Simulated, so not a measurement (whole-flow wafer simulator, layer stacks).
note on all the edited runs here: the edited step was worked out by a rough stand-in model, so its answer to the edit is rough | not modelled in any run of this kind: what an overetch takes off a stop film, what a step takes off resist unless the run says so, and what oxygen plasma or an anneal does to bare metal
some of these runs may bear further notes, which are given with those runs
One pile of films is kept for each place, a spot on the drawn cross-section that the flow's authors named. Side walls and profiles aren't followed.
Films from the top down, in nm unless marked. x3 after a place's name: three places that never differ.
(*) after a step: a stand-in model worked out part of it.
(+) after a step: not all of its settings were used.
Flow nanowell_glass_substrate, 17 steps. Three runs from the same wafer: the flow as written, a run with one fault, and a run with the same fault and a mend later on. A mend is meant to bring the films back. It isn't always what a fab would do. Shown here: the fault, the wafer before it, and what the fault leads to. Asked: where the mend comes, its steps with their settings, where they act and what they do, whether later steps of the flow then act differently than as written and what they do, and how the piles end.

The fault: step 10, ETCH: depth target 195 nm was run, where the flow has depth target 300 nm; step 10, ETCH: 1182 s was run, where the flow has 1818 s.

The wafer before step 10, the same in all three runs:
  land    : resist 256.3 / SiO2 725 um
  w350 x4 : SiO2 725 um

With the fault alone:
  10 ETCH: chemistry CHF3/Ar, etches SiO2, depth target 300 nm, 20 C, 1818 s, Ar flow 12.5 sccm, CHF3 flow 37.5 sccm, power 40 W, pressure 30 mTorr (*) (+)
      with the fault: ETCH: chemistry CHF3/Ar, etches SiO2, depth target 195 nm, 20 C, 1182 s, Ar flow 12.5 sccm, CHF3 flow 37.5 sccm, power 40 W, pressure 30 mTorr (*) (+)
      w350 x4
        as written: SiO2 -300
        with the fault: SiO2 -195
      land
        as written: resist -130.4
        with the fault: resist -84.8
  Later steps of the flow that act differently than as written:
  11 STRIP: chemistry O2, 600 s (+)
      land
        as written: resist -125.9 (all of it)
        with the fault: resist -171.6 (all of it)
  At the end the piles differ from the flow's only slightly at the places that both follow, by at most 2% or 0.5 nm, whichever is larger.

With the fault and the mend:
  The mend comes after step 10.
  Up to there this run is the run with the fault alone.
  10a ETCH: chemistry CHF3/Ar, etches SiO2, depth target 105 nm, 20 C, 636.3 s, Ar flow 12.5 sccm, CHF3 flow 37.5 sccm, power 40 W, pressure 30 mTorr (*) (+) (the flow's step 10 once more, with other settings)
      w350 x4
        SiO2 -105
      land
        resist -45.7
  No later step of the flow acts differently than as written at any place that is followed.
  At the end the piles are the same as the flow's at every place that both follow.
